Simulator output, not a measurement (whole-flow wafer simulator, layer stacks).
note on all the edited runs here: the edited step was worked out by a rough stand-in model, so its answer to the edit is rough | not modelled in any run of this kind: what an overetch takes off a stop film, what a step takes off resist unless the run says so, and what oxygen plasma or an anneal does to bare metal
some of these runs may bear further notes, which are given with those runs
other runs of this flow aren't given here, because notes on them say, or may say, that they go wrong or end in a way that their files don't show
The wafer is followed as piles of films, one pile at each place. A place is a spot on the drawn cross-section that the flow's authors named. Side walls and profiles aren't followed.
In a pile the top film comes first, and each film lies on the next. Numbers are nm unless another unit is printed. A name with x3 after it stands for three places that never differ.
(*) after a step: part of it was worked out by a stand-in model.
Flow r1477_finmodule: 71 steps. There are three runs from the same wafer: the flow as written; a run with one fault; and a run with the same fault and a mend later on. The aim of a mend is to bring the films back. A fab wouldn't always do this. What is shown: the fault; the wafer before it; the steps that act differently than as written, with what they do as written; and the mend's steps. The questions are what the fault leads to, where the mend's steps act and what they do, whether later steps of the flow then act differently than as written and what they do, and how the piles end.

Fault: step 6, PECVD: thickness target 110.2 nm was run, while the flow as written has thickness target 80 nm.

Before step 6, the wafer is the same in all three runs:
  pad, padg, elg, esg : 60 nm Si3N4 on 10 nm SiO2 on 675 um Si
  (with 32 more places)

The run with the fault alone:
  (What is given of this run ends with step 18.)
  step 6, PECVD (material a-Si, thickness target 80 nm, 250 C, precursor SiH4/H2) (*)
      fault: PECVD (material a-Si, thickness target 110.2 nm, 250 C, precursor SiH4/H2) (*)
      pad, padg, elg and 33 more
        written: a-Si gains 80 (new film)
        fault: a-Si gains 110.2 (new film)
  Steps later in the flow that act otherwise than as written:
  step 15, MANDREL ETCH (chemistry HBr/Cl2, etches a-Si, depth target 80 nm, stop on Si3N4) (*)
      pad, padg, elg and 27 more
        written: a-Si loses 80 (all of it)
        fault: a-Si loses 80
  Once step 18 is done, the piles at pad, padg, elg and 33 more depart from the flow's by more than 2% or 0.5 nm, whichever is larger.
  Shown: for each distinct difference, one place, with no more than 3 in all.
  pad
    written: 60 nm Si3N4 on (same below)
    fault: 30.2 nm a-Si on 60 nm Si3N4 on (same below)
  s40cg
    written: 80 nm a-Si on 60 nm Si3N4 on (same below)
    fault: 110.2 nm a-Si on 60 nm Si3N4 on (same below)

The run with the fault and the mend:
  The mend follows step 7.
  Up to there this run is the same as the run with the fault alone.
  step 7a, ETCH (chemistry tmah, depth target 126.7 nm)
      pad, padg, elg and 33 more
        a-Si loses 110.2 (all of it)
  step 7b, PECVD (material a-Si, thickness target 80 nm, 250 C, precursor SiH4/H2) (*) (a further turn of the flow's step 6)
      pad, padg, elg and 33 more
        a-Si gains 80 (new film)
  Later steps of the flow that are run all act as written at every place that is followed.
  The piles end the same as the flow's at every place that both follow.
